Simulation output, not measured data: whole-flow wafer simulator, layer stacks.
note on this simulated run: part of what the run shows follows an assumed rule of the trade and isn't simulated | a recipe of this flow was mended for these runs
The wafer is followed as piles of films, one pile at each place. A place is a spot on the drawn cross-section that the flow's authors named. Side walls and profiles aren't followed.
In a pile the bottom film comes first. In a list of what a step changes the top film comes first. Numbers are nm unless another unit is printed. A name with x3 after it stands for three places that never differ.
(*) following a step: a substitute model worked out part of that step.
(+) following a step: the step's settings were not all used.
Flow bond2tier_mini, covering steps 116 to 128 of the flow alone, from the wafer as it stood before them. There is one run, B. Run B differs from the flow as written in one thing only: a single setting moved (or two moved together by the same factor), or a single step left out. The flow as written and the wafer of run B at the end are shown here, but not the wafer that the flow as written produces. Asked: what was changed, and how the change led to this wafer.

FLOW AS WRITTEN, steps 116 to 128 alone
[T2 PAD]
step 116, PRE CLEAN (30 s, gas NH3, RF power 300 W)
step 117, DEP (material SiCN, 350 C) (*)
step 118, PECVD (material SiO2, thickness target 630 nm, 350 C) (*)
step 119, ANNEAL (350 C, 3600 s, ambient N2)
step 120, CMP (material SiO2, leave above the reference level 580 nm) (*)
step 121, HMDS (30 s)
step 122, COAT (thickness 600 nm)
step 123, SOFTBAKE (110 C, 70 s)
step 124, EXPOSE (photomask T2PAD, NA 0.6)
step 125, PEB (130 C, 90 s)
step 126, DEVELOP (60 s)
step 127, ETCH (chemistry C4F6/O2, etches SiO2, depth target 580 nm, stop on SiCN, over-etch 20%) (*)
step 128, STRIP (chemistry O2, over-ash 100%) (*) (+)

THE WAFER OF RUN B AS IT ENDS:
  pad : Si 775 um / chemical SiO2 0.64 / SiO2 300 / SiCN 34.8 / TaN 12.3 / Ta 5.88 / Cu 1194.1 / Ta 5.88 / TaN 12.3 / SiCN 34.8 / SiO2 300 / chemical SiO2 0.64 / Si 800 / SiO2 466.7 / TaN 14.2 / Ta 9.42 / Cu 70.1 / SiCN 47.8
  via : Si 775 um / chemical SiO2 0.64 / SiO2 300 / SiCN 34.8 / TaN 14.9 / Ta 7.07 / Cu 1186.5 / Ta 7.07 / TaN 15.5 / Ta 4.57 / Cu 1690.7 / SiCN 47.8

The reason: step 127, ETCH: depth target 494.1 nm was run, whereas the flow has depth target 580 nm.

The path from the change to this, step by step:
  step 127, ETCH (chemistry C4F6/O2, etches SiO2, depth target 580 nm, stop on SiCN, over-etch 20%) (*)
      pad, via: -580 SiO2 (all of it), -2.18 SiCN (in the flow as written it would be: -580 SiO2 (all of it), -19.6 SiCN)
      field: -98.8 thick-KrF-resist (in the flow as written it would be: -116 thick-KrF-resist)
  step 128, STRIP (chemistry O2, over-ash 100%) (*) (+)
      field: -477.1 thick-KrF-resist (all of it) (in the flow as written it would be: -459.9 thick-KrF-resist (all of it))
